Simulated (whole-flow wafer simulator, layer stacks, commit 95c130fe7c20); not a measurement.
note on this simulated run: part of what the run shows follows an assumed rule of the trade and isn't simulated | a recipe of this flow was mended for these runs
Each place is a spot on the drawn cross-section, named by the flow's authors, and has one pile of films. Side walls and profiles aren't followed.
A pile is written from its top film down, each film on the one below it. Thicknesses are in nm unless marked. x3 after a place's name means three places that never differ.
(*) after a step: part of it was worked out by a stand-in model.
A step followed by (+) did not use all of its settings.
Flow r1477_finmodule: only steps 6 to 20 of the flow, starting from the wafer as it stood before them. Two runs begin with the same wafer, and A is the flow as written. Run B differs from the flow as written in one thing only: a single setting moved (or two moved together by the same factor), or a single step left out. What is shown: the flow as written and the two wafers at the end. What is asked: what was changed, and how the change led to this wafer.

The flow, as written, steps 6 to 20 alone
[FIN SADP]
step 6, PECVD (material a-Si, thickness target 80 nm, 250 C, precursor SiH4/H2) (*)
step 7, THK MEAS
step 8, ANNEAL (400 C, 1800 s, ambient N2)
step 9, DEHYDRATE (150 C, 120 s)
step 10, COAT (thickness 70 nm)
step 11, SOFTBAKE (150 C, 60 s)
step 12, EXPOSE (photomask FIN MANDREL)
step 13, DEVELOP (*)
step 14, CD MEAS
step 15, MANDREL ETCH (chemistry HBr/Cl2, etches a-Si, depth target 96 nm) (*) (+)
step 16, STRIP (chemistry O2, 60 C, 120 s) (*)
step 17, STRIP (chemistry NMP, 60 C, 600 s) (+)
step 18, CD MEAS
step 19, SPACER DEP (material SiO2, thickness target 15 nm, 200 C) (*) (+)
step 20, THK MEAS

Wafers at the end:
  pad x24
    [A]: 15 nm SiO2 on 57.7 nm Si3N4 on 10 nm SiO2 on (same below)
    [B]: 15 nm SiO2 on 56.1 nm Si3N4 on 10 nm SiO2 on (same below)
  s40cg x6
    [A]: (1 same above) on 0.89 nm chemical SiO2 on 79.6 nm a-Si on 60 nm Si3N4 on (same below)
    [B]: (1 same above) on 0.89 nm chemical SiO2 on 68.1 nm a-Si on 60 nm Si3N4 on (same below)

What caused this: step 6, PECVD: thickness target 68.5 nm was run, though the flow has thickness target 80 nm.

How this came from the change, step by step:
  step 6, PECVD (material a-Si, thickness target 80 nm, 250 C, precursor SiH4/H2) (*)
      pad x24, s40cg x6, s40sg_line x6: A +80 a-Si (new film) | B +68.5 a-Si (new film)
  step 15, MANDREL ETCH (chemistry HBr/Cl2, etches a-Si, depth target 96 nm) (*) (+)
      pad x24, s40sg_line x6: A -80 a-Si (all of it), -2.29 Si3N4 | B -68.5 a-Si (all of it), -3.93 Si3N4
